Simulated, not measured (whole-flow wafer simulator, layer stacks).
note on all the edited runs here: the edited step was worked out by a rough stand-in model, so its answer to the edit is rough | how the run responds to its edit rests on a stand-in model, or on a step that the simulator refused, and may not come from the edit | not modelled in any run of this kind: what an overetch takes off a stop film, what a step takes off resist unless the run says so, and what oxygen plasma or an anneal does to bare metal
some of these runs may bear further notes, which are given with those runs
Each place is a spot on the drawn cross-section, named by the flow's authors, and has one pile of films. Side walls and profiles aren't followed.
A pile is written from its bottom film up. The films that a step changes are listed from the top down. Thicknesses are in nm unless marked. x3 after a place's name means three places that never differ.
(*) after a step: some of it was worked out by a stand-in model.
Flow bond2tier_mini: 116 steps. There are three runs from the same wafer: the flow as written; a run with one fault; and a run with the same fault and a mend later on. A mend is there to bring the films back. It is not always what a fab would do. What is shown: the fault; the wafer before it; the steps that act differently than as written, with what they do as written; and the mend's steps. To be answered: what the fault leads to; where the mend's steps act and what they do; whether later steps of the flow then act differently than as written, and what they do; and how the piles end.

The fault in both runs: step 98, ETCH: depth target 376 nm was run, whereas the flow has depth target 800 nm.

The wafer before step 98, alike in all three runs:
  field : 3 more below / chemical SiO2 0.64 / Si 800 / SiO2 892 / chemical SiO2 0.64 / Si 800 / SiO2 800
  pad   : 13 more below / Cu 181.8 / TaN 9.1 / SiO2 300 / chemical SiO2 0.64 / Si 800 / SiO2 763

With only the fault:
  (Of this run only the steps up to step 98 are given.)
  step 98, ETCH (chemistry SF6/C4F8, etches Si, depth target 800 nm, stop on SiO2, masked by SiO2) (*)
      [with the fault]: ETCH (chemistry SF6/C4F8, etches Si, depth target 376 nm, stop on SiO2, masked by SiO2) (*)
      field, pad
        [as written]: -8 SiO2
        [with the fault]: -3.76 SiO2
  After step 98 the piles are close to the flow's at the places that both follow, differing by at most 2% or 0.5 nm, whichever is larger.

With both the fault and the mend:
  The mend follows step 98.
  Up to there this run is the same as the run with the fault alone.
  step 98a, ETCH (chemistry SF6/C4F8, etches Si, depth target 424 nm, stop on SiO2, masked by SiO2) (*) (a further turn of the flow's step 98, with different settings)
      field, pad
        -4.24 SiO2
  None of the later steps of the flow acts differently than as written at any place that is followed.
  The piles end the same as the flow's at every place that both follow.
